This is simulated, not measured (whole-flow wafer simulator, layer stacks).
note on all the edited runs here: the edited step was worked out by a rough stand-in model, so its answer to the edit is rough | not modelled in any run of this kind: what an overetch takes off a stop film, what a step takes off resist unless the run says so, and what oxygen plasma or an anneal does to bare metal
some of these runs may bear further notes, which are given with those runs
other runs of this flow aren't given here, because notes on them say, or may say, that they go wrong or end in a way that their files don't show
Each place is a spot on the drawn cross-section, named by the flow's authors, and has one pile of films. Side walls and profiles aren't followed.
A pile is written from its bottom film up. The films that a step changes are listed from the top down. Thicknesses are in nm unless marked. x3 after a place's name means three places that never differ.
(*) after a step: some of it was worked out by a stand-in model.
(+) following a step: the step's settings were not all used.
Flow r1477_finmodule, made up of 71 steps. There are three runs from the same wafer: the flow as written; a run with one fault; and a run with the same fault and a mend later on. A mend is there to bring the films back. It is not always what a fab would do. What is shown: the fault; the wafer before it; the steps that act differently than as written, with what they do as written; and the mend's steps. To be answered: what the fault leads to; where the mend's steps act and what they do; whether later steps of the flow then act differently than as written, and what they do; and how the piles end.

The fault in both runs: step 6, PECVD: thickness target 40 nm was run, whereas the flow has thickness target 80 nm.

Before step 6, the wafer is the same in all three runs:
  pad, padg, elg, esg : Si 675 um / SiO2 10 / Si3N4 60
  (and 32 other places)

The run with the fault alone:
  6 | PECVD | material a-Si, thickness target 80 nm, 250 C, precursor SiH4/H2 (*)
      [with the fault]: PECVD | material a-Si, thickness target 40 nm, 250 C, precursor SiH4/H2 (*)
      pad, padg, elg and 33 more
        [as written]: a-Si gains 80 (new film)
        [with the fault]: a-Si gains 40 (new film)
  Steps later in the flow that act otherwise than as written (2 other steps are not shown; they differ only slightly, by no more than 2% or 0.5 nm, whichever is larger):
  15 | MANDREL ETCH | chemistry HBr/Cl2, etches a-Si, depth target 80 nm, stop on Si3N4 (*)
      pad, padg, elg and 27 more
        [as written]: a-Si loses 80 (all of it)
        [with the fault]: a-Si loses 40 (all of it)
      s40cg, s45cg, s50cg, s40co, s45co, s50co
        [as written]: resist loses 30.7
        [with the fault]: resist loses 23
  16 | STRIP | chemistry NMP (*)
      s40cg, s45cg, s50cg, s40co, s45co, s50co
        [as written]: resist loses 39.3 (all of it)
        [with the fault]: resist loses 47 (all of it)
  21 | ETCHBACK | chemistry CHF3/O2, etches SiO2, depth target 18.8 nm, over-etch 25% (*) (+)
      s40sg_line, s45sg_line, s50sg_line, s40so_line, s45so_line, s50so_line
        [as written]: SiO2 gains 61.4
        [with the fault]: SiO2 gains 21.4
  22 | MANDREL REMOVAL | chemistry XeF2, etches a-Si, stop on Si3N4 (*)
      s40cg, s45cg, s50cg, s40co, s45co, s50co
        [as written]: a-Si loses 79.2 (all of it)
        [with the fault]: a-Si loses 39.2 (all of it)
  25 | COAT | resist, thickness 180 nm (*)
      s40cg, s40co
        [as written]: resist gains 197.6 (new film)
        [with the fault]: resist gains 187.6 (new film)
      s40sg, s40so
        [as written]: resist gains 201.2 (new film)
        [with the fault]: resist gains 191.2 (new film)
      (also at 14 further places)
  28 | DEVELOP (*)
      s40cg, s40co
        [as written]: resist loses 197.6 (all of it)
        [with the fault]: resist loses 187.6 (all of it)
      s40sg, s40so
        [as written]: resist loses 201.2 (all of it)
        [with the fault]: resist loses 191.2 (all of it)
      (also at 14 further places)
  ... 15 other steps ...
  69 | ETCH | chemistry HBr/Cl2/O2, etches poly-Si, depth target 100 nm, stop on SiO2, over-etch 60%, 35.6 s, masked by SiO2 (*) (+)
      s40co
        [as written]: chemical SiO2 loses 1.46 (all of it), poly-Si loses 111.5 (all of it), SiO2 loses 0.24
        [with the fault]: chemical SiO2 loses 1.38 (all of it), poly-Si loses 137.3 (all of it), SiO2 loses 0.11
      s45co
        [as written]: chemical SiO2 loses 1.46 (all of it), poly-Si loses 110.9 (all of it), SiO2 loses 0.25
        [with the fault]: chemical SiO2 loses 1.38 (all of it), poly-Si loses 137.3 (all of it), SiO2 loses 0.11
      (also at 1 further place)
  At pad, padg, elg and 27 more, the piles at the end differ from the flow's by more than 2% or 0.5 nm, whichever is larger.
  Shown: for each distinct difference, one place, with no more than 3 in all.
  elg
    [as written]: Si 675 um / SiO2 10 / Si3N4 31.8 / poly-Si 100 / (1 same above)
    [with the fault]: Si 674.99 um / SiO2 3 / poly-Si 100 / (1 same above)
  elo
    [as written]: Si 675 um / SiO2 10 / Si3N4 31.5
    [with the fault]: Si 674.99 um / SiO2 2.58
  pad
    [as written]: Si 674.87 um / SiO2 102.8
    [with the fault]: Si 674.87 um / SiO2 80

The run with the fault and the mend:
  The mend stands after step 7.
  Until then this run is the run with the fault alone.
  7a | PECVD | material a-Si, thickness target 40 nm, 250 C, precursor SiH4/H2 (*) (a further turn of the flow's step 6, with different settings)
      pad, padg, elg and 33 more
        a-Si gains 40
  Every later step of the flow that is run acts as written at every place that is followed.
  The piles end the same as the flow's at every place that both follow.
